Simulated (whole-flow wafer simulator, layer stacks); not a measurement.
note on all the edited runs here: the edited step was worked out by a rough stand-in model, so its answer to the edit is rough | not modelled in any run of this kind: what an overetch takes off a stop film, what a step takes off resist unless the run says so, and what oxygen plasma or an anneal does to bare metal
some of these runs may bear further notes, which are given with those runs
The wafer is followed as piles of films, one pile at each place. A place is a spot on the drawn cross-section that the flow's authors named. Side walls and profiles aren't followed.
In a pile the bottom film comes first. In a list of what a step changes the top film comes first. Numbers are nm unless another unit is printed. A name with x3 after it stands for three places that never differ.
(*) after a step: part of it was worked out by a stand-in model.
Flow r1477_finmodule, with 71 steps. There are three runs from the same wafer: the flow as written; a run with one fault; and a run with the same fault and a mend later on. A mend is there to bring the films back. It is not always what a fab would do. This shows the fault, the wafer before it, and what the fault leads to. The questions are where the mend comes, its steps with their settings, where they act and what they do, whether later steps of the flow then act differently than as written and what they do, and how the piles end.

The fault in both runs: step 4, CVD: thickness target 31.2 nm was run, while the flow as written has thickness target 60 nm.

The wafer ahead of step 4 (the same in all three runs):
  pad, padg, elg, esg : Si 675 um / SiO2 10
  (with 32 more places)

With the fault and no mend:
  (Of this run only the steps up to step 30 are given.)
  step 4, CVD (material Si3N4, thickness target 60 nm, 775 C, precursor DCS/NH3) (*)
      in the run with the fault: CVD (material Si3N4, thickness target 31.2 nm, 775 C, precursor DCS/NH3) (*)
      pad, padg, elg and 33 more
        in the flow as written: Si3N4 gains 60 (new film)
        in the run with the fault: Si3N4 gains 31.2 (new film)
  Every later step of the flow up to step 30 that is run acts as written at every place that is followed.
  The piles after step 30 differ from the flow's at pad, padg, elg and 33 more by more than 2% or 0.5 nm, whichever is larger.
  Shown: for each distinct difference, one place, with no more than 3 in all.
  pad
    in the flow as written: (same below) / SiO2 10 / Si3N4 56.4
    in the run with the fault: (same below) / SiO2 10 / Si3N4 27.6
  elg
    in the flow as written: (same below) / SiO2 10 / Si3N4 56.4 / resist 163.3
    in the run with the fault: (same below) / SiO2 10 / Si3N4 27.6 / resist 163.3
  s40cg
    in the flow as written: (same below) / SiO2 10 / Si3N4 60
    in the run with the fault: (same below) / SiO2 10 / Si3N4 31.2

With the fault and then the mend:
  The mend follows step 5.
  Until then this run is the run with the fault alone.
  step 5a, ETCH (chemistry h3po4, depth target 35.88 nm)
      pad, padg, elg and 33 more
        Si3N4 loses 31.2 (all of it)
  step 5b, CLEAN (chemistry SC1/SC2) (the flow's step 2 again)
      alters no film at any place that is followed
  step 5c, CVD (material Si3N4, thickness target 60 nm, 775 C, precursor DCS/NH3) (*) (the flow's step 4 again)
      pad, padg, elg and 33 more
        Si3N4 gains 60 (new film)
  Every later step of the flow that is run acts as written at every place that is followed.
  At every place that both follow, the piles at the end match the flow's.
